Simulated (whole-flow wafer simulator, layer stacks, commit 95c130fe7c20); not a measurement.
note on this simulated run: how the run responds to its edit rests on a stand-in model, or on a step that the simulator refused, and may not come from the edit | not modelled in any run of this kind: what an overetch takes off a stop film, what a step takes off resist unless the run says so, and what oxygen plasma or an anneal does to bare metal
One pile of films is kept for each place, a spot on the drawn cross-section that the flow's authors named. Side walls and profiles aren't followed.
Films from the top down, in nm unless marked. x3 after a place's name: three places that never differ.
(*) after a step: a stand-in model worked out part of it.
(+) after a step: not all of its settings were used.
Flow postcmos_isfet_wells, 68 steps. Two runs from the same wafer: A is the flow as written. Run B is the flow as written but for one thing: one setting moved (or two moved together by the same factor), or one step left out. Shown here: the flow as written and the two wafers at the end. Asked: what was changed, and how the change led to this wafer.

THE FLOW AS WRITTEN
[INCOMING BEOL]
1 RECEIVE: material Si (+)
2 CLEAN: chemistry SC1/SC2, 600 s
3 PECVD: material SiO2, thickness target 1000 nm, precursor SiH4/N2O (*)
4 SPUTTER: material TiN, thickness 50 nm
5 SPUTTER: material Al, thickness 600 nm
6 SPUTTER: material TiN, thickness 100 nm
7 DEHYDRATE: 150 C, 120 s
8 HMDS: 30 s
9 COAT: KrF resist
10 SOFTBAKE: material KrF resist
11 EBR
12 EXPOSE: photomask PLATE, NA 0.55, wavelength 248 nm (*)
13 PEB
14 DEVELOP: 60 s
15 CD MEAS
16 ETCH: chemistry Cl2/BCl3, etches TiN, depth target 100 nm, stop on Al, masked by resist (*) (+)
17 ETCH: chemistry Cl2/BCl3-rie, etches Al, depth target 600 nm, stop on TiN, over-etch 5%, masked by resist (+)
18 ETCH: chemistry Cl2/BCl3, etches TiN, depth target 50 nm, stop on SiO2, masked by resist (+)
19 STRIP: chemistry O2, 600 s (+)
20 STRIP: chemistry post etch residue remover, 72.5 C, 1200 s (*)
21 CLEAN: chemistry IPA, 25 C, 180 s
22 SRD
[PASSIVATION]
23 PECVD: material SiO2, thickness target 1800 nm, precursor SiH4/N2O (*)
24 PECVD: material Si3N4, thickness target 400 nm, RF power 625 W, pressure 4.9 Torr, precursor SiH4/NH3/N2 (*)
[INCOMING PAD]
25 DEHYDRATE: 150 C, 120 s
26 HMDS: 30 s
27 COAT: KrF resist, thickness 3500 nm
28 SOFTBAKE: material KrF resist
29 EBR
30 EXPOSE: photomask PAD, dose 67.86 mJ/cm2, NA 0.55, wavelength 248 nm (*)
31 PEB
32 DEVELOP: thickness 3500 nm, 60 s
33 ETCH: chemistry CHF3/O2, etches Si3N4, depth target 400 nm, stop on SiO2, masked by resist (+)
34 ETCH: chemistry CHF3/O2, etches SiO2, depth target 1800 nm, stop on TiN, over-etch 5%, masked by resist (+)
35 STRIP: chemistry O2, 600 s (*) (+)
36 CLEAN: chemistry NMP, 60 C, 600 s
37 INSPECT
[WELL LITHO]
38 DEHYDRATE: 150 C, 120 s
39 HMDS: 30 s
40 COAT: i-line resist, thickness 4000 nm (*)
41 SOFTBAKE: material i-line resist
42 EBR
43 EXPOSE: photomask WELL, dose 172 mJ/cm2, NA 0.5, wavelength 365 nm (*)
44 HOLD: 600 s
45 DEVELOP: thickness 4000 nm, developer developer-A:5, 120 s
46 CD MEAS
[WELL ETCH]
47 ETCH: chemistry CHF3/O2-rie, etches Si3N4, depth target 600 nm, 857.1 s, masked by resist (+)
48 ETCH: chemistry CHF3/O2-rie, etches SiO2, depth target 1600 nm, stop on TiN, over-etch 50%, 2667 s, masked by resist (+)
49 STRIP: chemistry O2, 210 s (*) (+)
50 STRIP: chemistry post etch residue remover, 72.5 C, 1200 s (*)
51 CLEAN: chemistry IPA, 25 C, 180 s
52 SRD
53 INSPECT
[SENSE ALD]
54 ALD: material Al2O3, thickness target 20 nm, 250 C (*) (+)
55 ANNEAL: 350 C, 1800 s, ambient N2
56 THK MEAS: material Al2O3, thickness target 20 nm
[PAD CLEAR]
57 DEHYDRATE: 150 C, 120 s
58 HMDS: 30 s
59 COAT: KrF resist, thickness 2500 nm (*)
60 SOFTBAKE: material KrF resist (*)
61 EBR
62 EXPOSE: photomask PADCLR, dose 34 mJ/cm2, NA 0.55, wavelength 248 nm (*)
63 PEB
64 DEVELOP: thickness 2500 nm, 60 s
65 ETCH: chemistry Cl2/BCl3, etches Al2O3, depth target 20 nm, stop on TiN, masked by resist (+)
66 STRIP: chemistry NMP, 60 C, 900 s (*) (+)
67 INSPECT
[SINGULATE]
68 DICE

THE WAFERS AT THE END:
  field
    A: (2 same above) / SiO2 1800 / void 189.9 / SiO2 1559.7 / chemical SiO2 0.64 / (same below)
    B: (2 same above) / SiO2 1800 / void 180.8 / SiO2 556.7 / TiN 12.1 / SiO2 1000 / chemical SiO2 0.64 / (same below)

The cause: step 18, ETCH: depth target 37.5 nm was run, where the flow has depth target 50 nm.

How the change led to this, step by step:
  18 ETCH: chemistry Cl2/BCl3, etches TiN, depth target 50 nm, stop on SiO2, masked by resist (+)
      field: A TiN -50 (all of it) | B TiN -37.5
      margin, well900, well1300 x3, pad_rim, pad_clr, pad_open: A KrF resist -20 | B KrF resist -15
  23 PECVD: material SiO2, thickness target 1800 nm, precursor SiH4/N2O (*)
      field: A SiO2 +1800 (new film), void +189.9 (new film), SiO2 +559.7 | B SiO2 +1800 (new film), void +180.8 (new film), SiO2 +556.7 (new film)
Counting metal films that touch as one body, field has 1 body; the flow as written gives 0 bodies.
